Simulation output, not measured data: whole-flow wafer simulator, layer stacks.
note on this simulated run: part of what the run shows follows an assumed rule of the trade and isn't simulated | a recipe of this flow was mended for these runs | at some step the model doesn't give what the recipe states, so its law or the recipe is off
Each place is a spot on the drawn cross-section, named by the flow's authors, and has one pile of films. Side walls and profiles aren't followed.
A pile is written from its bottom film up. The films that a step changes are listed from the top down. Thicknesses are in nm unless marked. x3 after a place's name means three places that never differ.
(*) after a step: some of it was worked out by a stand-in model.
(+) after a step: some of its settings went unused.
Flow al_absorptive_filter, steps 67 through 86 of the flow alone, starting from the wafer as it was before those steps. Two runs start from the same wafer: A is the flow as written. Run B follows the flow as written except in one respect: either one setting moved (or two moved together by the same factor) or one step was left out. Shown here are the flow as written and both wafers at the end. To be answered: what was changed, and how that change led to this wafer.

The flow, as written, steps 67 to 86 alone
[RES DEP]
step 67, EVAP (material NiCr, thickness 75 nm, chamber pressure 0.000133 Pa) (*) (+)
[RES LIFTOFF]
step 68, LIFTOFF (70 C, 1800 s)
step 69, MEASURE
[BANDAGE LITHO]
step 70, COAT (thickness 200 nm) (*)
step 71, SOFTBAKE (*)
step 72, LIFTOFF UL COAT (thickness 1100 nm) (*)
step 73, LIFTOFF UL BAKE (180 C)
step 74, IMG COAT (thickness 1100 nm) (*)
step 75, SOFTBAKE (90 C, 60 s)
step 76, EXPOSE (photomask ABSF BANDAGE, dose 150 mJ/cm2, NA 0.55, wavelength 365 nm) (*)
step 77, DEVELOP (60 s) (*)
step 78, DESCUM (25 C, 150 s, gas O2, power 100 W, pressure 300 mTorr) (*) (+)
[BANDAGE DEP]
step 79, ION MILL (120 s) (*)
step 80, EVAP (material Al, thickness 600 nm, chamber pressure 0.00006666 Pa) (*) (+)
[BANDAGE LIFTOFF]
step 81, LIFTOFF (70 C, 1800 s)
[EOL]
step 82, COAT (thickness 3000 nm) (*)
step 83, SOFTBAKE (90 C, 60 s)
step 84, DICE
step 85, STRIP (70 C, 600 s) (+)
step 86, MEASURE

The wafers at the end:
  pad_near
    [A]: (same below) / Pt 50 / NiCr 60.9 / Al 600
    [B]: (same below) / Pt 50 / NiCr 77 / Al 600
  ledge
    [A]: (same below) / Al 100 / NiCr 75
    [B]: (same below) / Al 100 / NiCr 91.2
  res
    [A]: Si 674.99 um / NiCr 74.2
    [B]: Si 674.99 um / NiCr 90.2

What caused this: step 67, EVAP: thickness 91.2 nm was run, whereas the flow has thickness 75 nm.
The wafer lets one read it off: ledge has NiCr 91.2, and step 67 as written asks for 75 nm.

The path from the change to this, step by step:
  step 67, EVAP (material NiCr, thickness 75 nm, chamber pressure 0.000133 Pa) (*) (+)
      gnd, pad_far, ledge and 9 more: A NiCr gains 75 (new film) | B NiCr gains 91.2 (new film)
      pad_near: A NiCr gains 74.2 (new film) | B NiCr gains 90.3 (new film)
      (as well as at 1 more place)
  step 68, LIFTOFF (70 C, 1800 s)
      xa_field, xl_land, idc_field: A NiCr loses 75 (all of it), i-line-resist loses 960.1 (all of it), lift-off-underlayer loses 1100 (all of it), acrylic-e-beam-resist loses 200 (all of it) | B NiCr loses 91.2 (all of it), i-line-resist loses 960.1 (all of it), lift-off-underlayer loses 1100 (all of it), acrylic-e-beam-resist loses 200 (all of it)
      gnd: A NiCr loses 75 (all of it), i-line-resist loses 959.5 (all of it), lift-off-underlayer loses 1100.9 (all of it), acrylic-e-beam-resist loses 200.6 (all of it) | B NiCr loses 91.2 (all of it), i-line-resist loses 959.5 (all of it), lift-off-underlayer loses 1100.9 (all of it), acrylic-e-beam-resist loses 200.6 (all of it)
      (as well as at 7 more places)
  step 83, SOFTBAKE (90 C, 60 s)
      pad_near: A i-line-resist loses 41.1 | B i-line-resist loses 42.2
      ledge: A i-line-resist loses 22.2 | B i-line-resist loses 23.3
      (as well as at 1 more place)
